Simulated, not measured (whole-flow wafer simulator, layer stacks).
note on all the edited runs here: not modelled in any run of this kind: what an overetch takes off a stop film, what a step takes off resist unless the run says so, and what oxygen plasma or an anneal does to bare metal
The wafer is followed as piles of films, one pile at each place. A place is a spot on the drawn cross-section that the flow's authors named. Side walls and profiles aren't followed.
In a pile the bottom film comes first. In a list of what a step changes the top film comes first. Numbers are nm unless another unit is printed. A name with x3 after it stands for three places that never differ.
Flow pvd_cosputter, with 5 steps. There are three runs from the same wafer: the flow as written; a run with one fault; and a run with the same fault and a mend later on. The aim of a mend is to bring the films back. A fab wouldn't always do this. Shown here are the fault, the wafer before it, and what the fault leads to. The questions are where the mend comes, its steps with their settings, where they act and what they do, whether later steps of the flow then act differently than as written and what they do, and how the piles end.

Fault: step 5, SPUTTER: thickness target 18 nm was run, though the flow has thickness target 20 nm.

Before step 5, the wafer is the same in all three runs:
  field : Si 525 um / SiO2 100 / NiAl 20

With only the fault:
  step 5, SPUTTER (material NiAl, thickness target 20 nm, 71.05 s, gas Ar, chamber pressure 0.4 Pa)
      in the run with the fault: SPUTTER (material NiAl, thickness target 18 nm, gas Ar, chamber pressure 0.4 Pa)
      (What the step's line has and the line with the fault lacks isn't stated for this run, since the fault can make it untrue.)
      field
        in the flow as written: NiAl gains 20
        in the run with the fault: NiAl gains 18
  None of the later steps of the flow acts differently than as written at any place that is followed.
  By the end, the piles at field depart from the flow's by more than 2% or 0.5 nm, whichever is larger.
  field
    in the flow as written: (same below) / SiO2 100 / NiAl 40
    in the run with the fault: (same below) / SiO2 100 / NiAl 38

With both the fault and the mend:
  The mend stands after step 5.
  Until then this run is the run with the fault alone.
  step 5a, SPUTTER (material NiAl, thickness target 2 nm, gas Ar, chamber pressure 0.4 Pa) (the flow's step 5 again, with other settings)
      field
        NiAl gains 2
  None of the later steps of the flow acts differently than as written at any place that is followed.
  At every place that both follow, the piles at the end match the flow's.
